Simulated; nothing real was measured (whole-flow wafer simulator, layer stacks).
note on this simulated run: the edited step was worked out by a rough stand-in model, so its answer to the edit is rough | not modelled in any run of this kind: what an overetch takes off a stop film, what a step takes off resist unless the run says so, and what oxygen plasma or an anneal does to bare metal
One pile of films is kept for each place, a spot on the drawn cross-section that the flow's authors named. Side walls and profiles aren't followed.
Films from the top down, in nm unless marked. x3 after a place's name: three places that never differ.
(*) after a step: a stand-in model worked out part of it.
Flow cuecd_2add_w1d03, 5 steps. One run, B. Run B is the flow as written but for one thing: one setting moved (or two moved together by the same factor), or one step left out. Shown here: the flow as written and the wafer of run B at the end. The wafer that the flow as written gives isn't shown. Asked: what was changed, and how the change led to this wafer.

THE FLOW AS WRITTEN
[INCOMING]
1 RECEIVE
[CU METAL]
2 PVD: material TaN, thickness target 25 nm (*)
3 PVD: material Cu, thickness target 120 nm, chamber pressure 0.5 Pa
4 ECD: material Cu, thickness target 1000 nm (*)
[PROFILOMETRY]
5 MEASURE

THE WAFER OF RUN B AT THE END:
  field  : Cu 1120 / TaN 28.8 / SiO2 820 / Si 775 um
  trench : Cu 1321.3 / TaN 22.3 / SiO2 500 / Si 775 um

The cause: step 2, PVD: thickness target 28.8 nm was run, where the flow has thickness target 25 nm.
It can be read off the wafer: field has TaN 28.8, and step 2 as written asks for 25 nm.

How the change led to this, step by step:
  2 PVD: material TaN, thickness target 25 nm (*)
      field: TaN +28.8 (new film) (as written it would be: TaN +25 (new film))
      trench: TaN +22.3 (new film) (as written it would be: TaN +19.4 (new film))
